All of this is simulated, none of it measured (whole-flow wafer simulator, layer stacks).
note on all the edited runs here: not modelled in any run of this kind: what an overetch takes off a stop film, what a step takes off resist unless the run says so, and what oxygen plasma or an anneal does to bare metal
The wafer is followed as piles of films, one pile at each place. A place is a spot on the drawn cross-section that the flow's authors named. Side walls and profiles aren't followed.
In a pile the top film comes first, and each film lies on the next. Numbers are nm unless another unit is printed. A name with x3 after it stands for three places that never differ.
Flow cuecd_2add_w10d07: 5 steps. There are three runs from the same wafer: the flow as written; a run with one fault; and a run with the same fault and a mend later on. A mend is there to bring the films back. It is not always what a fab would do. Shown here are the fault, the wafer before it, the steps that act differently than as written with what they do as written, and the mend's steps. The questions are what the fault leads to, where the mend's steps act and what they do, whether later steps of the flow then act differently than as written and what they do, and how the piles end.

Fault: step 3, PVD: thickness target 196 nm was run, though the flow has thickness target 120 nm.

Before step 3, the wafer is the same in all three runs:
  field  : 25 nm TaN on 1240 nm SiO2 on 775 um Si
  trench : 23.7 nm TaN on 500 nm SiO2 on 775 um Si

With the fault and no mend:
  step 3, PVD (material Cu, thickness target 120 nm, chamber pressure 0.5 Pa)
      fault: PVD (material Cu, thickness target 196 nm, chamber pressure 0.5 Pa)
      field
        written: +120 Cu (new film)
        fault: +196 Cu (new film)
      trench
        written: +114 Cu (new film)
        fault: +186.5 Cu (new film)
  Every later step of the flow that is run acts as written at every place that is followed.
  By the end, the piles at field, trench depart from the flow's by more than 2% or 0.5 nm, whichever is larger.
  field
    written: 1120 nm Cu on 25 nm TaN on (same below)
    fault: 1196 nm Cu on 25 nm TaN on (same below)
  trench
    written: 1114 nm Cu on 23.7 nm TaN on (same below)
    fault: 1186.5 nm Cu on 23.7 nm TaN on (same below)

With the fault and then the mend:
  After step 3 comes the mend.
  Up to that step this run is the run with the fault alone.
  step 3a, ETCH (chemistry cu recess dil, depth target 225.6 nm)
      field
        -196 Cu (all of it)
      trench
        -186.5 Cu (all of it)
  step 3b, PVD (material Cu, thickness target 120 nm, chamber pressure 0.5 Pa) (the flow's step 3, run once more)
      field
        +120 Cu (new film)
      trench
        +114 Cu (new film)
  Every later step of the flow that is run acts as written at every place that is followed.
  The piles end the same as the flow's at every place that both follow.
